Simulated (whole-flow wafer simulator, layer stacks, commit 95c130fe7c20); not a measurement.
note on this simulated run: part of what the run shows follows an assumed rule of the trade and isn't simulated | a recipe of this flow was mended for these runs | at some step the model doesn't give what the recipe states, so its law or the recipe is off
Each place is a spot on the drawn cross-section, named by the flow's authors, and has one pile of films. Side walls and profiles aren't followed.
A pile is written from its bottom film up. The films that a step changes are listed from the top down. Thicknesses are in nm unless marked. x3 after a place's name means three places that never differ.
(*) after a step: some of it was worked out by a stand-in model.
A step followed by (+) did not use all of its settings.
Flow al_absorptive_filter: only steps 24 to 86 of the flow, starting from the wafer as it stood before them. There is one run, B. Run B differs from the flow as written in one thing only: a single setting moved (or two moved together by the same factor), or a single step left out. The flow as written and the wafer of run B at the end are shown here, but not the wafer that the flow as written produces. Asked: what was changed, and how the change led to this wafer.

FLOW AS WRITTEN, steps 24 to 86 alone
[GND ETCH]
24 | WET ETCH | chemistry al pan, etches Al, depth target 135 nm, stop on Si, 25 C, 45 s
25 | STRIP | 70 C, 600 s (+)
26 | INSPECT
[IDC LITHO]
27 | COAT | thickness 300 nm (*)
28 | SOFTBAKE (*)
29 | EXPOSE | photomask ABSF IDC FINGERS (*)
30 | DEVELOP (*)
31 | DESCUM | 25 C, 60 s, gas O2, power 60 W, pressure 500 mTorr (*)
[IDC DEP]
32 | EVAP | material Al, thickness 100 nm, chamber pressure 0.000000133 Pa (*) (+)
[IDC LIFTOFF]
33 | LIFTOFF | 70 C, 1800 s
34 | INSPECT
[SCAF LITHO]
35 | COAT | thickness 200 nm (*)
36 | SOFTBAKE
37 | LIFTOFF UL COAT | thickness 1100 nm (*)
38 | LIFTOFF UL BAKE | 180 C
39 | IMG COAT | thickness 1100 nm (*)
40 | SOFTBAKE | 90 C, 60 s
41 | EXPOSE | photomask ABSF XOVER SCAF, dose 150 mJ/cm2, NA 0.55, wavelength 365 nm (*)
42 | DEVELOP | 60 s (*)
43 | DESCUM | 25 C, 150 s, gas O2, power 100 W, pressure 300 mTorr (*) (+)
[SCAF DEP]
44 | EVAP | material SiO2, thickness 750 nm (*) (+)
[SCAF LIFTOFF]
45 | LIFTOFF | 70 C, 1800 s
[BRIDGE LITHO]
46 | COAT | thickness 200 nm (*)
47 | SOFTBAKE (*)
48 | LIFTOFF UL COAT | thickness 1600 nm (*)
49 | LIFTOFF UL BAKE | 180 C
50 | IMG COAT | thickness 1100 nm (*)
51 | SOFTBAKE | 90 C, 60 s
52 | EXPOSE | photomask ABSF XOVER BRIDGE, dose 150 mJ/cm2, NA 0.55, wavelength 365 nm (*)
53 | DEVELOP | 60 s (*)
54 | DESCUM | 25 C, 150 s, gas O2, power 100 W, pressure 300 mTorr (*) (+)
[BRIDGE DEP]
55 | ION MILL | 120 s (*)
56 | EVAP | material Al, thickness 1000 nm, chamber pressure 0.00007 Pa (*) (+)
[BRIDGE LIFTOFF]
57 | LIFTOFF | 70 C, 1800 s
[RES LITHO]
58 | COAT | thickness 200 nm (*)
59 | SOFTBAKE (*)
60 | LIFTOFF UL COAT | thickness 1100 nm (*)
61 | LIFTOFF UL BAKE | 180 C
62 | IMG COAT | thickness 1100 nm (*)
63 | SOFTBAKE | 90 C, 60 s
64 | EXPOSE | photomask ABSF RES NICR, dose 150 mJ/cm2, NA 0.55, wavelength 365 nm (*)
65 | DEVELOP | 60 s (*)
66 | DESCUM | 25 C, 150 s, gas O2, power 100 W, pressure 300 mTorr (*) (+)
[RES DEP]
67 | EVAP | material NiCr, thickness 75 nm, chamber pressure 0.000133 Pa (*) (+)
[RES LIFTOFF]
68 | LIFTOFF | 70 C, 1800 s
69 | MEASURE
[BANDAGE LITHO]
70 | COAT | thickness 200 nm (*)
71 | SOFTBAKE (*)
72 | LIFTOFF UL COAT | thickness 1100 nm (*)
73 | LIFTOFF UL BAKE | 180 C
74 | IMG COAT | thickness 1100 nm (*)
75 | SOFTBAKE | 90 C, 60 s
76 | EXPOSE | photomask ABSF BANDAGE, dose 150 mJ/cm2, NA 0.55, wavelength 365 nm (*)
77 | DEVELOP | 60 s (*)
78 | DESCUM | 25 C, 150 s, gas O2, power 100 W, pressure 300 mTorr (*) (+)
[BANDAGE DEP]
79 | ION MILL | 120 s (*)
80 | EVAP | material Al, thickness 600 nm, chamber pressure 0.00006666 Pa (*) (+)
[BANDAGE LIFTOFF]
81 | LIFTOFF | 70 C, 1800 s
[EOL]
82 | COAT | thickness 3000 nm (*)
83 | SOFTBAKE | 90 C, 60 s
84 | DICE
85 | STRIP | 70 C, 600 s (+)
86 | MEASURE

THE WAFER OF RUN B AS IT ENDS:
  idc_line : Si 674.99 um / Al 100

What caused this: step 25, STRIP: 70 C, 600 s (+), was not run.

How this came from the change, step by step:
  27 | COAT | thickness 300 nm (*)
      pad_far: e-beam-resist gains 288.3 (new film) (as written it would have been: e-beam-resist gains 296 (new film))
      pad_near: e-beam-resist gains 253.8 (new film) (as written it would have been: e-beam-resist gains 288.3 (new film))
      (and at 4 other places as well)
  31 | DESCUM | 25 C, 60 s, gas O2, power 60 W, pressure 500 mTorr (*)
      idc_line: nothing (as written it would have been: chemical SiO2 gains 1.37 (new film), Si loses 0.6)
  33 | LIFTOFF | 70 C, 1800 s
      xa_field, xa_margin, xa_strip, xl_land: Al loses 100 (all of it), e-beam-resist loses 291 (all of it), i-line-resist loses 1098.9 (all of it) (as written it would have been: Al loses 100 (all of it), e-beam-resist loses 291 (all of it))
      gnd: Al loses 100 (all of it), e-beam-resist loses 291 (all of it), i-line-resist loses 1100.5 (all of it) (as written it would have been: Al loses 100 (all of it), e-beam-resist loses 291 (all of it))
      (and at 6 other places as well)
